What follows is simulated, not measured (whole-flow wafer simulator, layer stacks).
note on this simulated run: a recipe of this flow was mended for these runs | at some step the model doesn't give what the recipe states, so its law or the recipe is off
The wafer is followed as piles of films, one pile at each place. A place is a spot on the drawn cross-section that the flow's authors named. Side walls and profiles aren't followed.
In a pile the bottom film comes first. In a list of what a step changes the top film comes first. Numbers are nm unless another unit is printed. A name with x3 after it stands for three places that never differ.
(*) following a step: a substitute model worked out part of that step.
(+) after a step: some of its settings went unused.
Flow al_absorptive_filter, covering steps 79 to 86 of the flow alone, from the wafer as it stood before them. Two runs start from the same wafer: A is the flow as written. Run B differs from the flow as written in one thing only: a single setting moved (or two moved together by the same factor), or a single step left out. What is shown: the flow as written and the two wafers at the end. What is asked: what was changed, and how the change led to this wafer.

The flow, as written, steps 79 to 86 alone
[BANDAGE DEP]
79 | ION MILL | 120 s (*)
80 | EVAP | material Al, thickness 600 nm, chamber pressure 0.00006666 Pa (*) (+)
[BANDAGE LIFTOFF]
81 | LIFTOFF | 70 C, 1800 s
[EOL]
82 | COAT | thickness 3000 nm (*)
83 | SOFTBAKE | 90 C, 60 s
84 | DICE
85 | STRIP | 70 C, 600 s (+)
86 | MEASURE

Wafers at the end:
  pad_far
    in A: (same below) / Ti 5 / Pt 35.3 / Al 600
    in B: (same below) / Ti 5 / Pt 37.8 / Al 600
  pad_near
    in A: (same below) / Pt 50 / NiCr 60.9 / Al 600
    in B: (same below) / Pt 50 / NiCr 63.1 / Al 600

The reason: step 79, ION MILL: 100 s was run, though the flow has 120 s.

How this came from the change, step by step:
  79 | ION MILL | 120 s (*)
      gnd, ledge, res and 9 more: A i-line-resist loses 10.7 | B i-line-resist loses 8.88
      pad_far: A Pt loses 14.7 | B Pt loses 12.2
      (as well as at 1 more place)
